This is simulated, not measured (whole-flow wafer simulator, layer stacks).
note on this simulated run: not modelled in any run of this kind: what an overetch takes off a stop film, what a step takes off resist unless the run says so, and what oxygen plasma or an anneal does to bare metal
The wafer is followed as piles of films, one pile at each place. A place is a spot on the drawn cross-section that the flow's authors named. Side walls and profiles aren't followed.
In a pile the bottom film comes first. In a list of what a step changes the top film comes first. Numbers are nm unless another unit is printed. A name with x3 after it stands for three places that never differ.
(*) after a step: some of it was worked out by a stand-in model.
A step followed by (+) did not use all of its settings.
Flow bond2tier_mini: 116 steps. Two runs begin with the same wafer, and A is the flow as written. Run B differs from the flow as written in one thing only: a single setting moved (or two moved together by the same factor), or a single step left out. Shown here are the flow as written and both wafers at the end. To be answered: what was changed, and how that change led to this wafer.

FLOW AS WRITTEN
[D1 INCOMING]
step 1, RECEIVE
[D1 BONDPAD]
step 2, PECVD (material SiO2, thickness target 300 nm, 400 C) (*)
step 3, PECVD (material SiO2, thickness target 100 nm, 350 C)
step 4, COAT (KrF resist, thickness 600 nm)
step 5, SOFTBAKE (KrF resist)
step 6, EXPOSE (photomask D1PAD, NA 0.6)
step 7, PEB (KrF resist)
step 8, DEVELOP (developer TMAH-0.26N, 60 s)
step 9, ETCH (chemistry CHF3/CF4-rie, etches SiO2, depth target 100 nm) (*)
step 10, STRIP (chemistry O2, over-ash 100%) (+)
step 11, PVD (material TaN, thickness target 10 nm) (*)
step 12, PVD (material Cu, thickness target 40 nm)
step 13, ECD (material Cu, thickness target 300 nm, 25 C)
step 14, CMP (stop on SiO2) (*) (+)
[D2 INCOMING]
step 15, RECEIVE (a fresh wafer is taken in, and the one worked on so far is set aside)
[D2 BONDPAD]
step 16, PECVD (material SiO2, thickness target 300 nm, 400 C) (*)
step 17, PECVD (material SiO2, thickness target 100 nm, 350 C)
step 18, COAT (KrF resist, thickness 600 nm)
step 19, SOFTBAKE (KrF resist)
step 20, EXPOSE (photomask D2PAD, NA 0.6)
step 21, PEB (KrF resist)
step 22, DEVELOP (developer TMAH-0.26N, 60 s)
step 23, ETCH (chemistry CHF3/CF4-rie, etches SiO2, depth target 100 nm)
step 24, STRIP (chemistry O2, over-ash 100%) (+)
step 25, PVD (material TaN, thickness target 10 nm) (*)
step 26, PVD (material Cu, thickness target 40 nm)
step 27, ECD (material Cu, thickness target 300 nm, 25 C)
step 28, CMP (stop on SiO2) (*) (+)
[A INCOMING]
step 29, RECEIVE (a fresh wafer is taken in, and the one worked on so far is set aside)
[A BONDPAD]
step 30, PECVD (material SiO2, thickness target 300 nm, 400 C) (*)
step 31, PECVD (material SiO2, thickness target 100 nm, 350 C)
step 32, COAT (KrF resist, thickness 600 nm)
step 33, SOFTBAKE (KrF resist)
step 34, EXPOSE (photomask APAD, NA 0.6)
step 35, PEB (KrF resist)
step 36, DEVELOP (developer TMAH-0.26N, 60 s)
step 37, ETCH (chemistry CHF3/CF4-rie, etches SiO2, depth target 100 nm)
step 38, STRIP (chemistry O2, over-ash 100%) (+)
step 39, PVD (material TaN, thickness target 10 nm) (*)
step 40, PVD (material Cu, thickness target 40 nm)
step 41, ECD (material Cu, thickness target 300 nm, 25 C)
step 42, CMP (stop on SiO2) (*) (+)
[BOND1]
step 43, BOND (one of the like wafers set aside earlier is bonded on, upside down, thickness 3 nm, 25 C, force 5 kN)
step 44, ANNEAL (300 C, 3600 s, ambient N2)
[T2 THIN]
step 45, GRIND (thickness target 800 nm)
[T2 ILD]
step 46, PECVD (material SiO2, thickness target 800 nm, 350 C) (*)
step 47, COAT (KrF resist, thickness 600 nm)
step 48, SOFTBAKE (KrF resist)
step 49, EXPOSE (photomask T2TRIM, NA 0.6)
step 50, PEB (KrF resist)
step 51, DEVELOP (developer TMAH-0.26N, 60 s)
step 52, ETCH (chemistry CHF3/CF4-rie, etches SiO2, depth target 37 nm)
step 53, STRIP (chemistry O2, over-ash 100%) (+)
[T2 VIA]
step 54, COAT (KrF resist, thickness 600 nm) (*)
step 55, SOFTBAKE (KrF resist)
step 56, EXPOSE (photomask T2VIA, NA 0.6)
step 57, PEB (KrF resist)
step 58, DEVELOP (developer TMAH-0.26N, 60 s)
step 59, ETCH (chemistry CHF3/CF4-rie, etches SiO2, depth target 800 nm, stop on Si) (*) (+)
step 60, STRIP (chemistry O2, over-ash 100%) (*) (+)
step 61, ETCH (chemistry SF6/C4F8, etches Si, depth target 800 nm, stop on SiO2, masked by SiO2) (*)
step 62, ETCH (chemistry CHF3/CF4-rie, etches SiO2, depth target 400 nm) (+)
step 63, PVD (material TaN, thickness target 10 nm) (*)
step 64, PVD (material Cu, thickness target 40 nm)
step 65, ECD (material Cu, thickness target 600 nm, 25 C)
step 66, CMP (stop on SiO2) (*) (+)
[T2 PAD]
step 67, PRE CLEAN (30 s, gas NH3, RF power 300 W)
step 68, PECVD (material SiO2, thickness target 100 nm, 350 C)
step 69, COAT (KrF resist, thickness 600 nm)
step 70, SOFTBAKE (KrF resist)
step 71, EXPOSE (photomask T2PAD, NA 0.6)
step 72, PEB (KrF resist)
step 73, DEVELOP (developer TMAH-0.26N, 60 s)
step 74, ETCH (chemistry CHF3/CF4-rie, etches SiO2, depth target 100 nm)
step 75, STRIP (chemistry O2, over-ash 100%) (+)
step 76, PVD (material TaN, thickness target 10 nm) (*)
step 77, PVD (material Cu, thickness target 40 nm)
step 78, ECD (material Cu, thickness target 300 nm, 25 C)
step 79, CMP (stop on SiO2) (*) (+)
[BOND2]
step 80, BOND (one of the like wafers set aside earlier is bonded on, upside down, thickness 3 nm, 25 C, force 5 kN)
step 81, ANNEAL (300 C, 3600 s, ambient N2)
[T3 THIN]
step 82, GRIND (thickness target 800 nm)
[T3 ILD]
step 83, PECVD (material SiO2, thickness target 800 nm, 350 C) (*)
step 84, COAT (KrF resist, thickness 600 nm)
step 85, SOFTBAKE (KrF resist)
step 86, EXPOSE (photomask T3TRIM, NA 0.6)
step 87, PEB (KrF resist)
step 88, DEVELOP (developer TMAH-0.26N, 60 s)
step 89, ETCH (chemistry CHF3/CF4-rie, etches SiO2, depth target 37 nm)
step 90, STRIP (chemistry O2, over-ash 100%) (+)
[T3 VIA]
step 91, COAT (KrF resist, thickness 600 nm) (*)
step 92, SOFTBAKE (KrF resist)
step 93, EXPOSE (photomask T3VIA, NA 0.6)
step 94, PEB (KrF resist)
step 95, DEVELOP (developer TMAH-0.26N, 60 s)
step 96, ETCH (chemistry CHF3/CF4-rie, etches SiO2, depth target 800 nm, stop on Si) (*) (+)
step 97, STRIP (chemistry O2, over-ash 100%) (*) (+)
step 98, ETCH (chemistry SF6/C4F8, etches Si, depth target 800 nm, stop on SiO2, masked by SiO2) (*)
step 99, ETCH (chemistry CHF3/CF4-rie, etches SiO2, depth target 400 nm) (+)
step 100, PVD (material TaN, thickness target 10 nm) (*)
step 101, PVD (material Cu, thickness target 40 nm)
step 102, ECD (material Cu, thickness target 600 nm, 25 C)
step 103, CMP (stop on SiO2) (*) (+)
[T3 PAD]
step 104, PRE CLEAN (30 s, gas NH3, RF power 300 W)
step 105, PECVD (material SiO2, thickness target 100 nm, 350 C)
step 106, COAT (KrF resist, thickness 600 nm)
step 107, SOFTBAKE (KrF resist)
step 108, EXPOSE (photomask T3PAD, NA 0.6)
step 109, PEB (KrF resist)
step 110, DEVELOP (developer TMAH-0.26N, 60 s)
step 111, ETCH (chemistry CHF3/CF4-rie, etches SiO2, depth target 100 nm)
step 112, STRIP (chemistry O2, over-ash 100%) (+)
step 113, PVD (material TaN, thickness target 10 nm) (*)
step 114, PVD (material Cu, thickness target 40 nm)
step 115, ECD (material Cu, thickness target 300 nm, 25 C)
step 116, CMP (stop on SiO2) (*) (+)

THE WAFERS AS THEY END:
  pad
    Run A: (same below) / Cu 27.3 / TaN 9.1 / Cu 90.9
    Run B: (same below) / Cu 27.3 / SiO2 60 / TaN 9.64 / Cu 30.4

Cause: step 111, ETCH: depth target 40 nm was run, whereas the flow has depth target 100 nm.

Step by step, how the change led to this:
  step 111, ETCH (chemistry CHF3/CF4-rie, etches SiO2, depth target 100 nm)
      pad: A -100 SiO2 (all of it) | B -40 SiO2
      field: A -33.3 KrF resist | B -13.3 KrF resist
  step 112, STRIP (chemistry O2, over-ash 100%) (+)
      field: A -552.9 KrF resist (all of it) | B -572.9 KrF resist (all of it)
  step 113, PVD (material TaN, thickness target 10 nm) (*)
      pad: A +9.1 TaN (new film) | B +9.64 TaN (new film)
  step 114, PVD (material Cu, thickness target 40 nm)
      pad: A +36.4 Cu (new film) | B +38.5 Cu (new film)
  step 115, ECD (material Cu, thickness target 300 nm, 25 C)
      pad: A +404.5 Cu | B +341.8 Cu
If metal films that touch count as one body, pad has 4 bodies (between them, from the top down: SiO2 60; SiO2 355 / Si 800 / chemical SiO2 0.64 / SiO2 300; SiO2 355 / Si 800 / chemical SiO2 0.64 / SiO2 300); the flow as written gives 3 bodies (between them, from the top down: SiO2 355 / Si 800 / chemical SiO2 0.64 / SiO2 300; SiO2 355 / Si 800 / chemical SiO2 0.64 / SiO2 300).
